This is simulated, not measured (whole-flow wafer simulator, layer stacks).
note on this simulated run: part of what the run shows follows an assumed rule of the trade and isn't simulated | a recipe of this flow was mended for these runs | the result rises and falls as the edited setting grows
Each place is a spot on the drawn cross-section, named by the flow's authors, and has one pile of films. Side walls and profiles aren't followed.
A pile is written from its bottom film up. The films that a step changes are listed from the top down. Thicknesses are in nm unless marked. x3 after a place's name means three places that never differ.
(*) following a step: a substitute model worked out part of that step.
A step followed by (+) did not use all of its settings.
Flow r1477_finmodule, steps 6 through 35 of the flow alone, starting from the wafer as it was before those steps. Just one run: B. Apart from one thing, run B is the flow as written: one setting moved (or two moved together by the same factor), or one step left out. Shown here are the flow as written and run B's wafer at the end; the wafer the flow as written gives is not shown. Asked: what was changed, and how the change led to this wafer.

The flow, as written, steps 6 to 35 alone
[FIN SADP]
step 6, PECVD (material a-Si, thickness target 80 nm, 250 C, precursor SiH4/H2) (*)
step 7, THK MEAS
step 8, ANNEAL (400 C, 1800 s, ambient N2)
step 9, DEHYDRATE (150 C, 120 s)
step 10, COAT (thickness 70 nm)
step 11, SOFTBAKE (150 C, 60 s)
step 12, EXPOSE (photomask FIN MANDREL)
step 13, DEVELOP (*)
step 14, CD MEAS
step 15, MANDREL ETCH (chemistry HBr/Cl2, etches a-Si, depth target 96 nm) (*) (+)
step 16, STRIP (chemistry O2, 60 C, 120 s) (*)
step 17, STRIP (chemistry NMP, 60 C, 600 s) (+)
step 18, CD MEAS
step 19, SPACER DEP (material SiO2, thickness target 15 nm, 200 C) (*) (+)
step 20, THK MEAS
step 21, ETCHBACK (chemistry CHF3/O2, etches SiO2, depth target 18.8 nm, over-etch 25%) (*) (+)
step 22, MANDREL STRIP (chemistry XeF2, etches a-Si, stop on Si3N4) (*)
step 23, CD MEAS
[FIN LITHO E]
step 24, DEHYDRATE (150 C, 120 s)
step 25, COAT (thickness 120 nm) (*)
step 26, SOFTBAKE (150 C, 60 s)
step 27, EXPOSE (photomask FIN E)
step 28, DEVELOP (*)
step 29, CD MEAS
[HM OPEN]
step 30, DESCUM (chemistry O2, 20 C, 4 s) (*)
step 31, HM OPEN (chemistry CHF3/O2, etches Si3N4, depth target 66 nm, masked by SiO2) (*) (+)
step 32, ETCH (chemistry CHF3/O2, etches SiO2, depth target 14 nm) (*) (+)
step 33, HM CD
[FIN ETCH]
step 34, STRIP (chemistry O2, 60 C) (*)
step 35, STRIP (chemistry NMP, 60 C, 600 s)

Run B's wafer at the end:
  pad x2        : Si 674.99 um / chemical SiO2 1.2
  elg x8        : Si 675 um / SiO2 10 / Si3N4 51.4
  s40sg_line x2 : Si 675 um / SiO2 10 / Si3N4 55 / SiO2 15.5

What caused this: step 6, PECVD: thickness target 60.8 nm was run, whereas the flow has thickness target 80 nm.

The path from the change to this, step by step:
  step 6, PECVD (material a-Si, thickness target 80 nm, 250 C, precursor SiH4/H2) (*)
      pad x2, elg x8, esg x2 and 24 more: +60.8 a-Si (new film) (it would be, as written: +80 a-Si (new film))
  step 15, MANDREL ETCH (chemistry HBr/Cl2, etches a-Si, depth target 96 nm) (*) (+)
      pad x2, elg x8, esg x2 and 18 more: -60.8 a-Si (all of it), -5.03 Si3N4 (it would be, as written: -80 a-Si (all of it), -2.29 Si3N4)
  step 22, MANDREL STRIP (chemistry XeF2, etches a-Si, stop on Si3N4) (*)
      s40cg x2, s45cg x2, s50cg x2: -59.8 a-Si (all of it) (it would be, as written: -79 a-Si (all of it))
  step 25, COAT (thickness 120 nm) (*)
      s40cg x2: +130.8 e-beam-resist (new film) (it would be, as written: +136.7 e-beam-resist (new film))
      s40sg x2: +139.4 e-beam-resist (new film) (it would be, as written: +142.6 e-beam-resist (new film))
      (and at 14 other places as well)
  step 28, DEVELOP (*)
      s40cg x2: -130.8 e-beam-resist (all of it) (it would be, as written: -136.7 e-beam-resist (all of it))
      s40sg x2: -139.4 e-beam-resist (all of it) (it would be, as written: -142.6 e-beam-resist (all of it))
      (and at 14 other places as well)
  step 31, HM OPEN (chemistry CHF3/O2, etches Si3N4, depth target 66 nm, masked by SiO2) (*) (+)
      pad x2, esg x2, e40sg x2, e100sg x2, e200sg x2, s40sg x2, s45sg x2, s50sg x2: -51.4 Si3N4 (all of it), -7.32 SiO2 (it would be, as written: -54.1 Si3N4 (all of it), -5.95 SiO2)
  step 32, ETCH (chemistry CHF3/O2, etches SiO2, depth target 14 nm) (*) (+)
      pad x2, esg x2, e40sg x2, e100sg x2, e200sg x2, s40sg x2, s45sg x2, s50sg x2: -2.68 SiO2 (all of it), -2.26 Si (it would be, as written: -4.05 SiO2 (all of it), -1.99 Si)
